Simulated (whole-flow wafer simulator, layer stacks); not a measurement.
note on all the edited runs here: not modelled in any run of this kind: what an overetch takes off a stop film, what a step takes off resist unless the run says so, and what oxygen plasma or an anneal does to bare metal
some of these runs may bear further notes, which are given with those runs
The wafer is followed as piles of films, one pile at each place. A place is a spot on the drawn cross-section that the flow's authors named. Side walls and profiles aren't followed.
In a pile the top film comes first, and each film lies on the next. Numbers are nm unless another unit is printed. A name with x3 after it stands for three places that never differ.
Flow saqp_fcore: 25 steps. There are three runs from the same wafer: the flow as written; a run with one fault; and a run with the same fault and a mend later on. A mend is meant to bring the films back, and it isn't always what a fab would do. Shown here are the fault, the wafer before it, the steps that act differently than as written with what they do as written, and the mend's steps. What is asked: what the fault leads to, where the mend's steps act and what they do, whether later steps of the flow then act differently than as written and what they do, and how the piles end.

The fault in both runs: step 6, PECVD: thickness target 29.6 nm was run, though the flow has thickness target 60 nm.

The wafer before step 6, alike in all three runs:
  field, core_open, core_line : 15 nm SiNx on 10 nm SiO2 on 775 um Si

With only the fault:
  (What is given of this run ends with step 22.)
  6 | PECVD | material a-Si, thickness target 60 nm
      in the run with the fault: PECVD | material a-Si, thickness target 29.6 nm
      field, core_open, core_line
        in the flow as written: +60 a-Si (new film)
        in the run with the fault: +29.6 a-Si (new film)
  None of the later steps of the flow up to step 22 acts differently than as written at any place that is followed.
  The piles after step 22 differ from the flow's at field, core_open, core_line by more than 2% or 0.5 nm, whichever is larger.
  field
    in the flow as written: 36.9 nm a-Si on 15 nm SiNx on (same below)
    in the run with the fault: 6.47 nm a-Si on 15 nm SiNx on (same below)
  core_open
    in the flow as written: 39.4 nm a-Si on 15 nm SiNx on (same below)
    in the run with the fault: 9.03 nm a-Si on 15 nm SiNx on (same below)
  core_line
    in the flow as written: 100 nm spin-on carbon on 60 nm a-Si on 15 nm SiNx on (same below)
    in the run with the fault: 100 nm spin-on carbon on 29.6 nm a-Si on 15 nm SiNx on (same below)

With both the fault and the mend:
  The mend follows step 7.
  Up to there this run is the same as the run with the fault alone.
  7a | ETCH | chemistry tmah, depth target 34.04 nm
      field, core_open, core_line
        -29.6 a-Si (all of it)
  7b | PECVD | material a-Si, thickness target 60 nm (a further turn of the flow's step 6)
      field, core_open, core_line
        +60 a-Si (new film)
  None of the later steps of the flow acts differently than as written at any place that is followed.
  The piles end the same as the flow's at every place that both follow.
